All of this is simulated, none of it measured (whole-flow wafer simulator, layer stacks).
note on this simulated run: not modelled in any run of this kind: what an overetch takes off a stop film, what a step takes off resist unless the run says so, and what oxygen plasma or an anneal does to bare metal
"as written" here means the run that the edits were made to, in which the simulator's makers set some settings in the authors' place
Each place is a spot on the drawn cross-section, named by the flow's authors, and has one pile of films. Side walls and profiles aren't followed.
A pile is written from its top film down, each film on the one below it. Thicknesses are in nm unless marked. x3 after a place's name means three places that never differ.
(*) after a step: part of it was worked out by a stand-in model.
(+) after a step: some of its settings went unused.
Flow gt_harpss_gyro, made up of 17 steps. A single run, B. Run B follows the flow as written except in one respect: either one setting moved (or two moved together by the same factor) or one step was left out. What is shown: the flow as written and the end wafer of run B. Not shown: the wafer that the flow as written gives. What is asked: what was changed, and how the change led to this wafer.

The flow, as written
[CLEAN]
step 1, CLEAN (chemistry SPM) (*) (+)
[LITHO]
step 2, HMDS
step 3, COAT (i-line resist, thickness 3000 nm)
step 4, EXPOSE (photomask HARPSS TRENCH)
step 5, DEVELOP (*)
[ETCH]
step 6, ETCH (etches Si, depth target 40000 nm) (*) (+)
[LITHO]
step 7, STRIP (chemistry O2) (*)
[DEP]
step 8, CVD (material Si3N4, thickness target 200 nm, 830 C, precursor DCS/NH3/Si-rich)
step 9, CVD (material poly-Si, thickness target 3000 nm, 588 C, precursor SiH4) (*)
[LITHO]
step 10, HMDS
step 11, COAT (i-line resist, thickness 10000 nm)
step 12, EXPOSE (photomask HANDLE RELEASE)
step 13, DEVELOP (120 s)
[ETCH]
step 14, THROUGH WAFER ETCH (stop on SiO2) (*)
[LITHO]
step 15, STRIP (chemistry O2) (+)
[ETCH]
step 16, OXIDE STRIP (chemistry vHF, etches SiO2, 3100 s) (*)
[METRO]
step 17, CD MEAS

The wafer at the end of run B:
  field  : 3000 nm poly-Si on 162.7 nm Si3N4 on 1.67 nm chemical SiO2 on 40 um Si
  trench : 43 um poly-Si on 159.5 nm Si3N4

Cause: step 8, CVD: thickness target 162.7 nm was run, while the flow as written has thickness target 200 nm.
One can read it off the wafer: field has Si3N4 162.7, and step 8 as written asks for 200 nm.

How this came from the change, step by step:
  step 8, CVD (material Si3N4, thickness target 200 nm, 830 C, precursor DCS/NH3/Si-rich)
      field: Si3N4 gains 162.7 (new film) (as written it would have been: Si3N4 gains 200 (new film))
      trench: Si3N4 gains 159.5 (new film) (as written it would have been: Si3N4 gains 195.9 (new film))
  step 9, CVD (material poly-Si, thickness target 3000 nm, 588 C, precursor SiH4) (*)
      trench: poly-Si gains 43 um (new film) (as written it would have been: poly-Si gains 43.01 um (new film))
